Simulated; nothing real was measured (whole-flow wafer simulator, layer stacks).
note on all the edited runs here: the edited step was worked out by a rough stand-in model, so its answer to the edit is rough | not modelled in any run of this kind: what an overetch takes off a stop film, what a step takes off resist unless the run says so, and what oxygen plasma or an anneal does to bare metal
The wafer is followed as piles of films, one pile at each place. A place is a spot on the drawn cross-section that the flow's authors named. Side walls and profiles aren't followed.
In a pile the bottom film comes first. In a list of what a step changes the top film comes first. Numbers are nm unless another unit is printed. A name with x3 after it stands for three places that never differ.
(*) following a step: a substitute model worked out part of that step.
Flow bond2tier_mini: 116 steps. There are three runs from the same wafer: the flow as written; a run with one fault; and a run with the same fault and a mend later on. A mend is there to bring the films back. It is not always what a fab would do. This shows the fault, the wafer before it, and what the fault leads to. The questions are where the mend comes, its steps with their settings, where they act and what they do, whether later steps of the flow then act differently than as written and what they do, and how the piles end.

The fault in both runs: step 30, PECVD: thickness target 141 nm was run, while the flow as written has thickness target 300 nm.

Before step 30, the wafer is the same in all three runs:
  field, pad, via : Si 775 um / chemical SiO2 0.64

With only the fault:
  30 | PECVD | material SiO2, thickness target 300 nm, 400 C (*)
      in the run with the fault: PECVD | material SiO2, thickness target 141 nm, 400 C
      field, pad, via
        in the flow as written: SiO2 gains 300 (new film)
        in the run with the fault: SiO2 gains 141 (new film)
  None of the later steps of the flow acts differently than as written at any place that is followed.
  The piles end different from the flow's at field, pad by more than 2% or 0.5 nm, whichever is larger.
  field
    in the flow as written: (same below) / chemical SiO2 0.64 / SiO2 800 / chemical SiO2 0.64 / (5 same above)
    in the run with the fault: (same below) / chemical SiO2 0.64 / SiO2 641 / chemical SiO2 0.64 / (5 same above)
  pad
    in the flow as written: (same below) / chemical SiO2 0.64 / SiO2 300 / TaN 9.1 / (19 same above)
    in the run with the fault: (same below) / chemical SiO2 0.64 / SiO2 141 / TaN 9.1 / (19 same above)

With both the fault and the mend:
  After step 30 comes the mend.
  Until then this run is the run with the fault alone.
  30a | PECVD | material SiO2, thickness target 159 nm, 400 C (a further turn of the flow's step 30, with different settings)
      field, pad, via
        SiO2 gains 159
  None of the later steps of the flow acts differently than as written at any place that is followed.
  At every place that both follow, the piles at the end match the flow's.
